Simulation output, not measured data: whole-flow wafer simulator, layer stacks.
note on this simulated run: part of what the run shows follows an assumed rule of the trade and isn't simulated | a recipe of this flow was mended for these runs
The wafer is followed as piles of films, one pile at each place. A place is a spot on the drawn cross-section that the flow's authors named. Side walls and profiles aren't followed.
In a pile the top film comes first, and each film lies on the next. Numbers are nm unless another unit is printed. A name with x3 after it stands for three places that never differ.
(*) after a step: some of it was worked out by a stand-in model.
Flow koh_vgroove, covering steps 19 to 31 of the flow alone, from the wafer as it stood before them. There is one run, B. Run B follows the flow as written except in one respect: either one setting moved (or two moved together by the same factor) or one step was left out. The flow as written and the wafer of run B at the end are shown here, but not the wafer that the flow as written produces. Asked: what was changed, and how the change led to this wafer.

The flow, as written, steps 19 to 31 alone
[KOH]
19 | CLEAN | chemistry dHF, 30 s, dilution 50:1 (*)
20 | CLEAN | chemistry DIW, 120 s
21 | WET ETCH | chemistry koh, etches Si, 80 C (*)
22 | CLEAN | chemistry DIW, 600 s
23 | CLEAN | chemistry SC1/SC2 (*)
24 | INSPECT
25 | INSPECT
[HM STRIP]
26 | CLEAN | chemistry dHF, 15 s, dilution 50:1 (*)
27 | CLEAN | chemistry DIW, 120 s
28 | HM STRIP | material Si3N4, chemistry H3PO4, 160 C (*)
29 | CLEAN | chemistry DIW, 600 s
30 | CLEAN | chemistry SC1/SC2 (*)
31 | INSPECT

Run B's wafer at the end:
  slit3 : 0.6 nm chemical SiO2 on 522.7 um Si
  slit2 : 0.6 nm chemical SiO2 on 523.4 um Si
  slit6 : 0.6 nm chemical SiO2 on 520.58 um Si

Cause: step 21, WET ETCH: 85.3 C was run, while the flow as written has 80 C.

Step by step, how the change led to this:
  21 | WET ETCH | chemistry koh, etches Si, 80 C (*)
      slit2: -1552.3 Si (as written it would have been: -1515.1 Si)
      slit6: -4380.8 Si (as written it would have been: -3727.8 Si)
      (as well as at 1 more place)
